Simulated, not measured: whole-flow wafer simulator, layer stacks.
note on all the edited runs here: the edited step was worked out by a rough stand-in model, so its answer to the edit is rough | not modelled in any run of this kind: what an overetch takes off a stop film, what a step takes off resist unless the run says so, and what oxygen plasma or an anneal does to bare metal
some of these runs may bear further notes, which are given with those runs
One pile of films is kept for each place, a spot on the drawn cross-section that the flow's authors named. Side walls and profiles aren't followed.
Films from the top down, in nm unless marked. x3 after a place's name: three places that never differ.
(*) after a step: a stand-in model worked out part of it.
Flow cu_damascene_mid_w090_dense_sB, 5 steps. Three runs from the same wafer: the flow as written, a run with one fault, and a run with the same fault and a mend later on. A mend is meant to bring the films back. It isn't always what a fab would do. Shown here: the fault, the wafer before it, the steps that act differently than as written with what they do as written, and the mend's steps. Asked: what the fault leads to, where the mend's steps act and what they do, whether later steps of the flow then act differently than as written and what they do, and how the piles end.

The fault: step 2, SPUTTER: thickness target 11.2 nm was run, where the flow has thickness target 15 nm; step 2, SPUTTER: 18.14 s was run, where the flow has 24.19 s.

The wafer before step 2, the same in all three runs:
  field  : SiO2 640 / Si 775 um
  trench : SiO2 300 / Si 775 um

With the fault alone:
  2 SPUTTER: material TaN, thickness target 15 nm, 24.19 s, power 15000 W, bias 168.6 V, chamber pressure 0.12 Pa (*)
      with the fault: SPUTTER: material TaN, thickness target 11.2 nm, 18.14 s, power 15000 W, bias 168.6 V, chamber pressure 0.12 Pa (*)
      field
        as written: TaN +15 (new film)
        with the fault: TaN +11.2 (new film)
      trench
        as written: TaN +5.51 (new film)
        with the fault: TaN +4.12 (new film)
  No later step of the flow acts differently than as written, at any place that is followed, by more than 2% or 0.5 nm, whichever is larger.
  At the end the piles differ from the flow's by more than 2% or 0.5 nm, whichever is larger, at field, trench.
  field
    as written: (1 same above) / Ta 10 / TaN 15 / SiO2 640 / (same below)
    with the fault: (1 same above) / Ta 10 / TaN 11.2 / SiO2 640 / (same below)
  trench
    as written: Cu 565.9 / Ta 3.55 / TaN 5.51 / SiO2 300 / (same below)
    with the fault: Cu 563.5 / Ta 3.6 / TaN 4.12 / SiO2 300 / (same below)

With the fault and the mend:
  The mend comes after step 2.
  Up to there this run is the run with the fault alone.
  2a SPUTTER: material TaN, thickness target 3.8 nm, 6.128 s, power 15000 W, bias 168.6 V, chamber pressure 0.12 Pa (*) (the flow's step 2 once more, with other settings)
      field
        TaN +3.8
      trench
        TaN +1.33
  No later step of the flow acts differently than as written, at any place that is followed, by more than 2% or 0.5 nm, whichever is larger.
  At the end the piles differ from the flow's only slightly at the places that both follow, by at most 2% or 0.5 nm, whichever is larger.
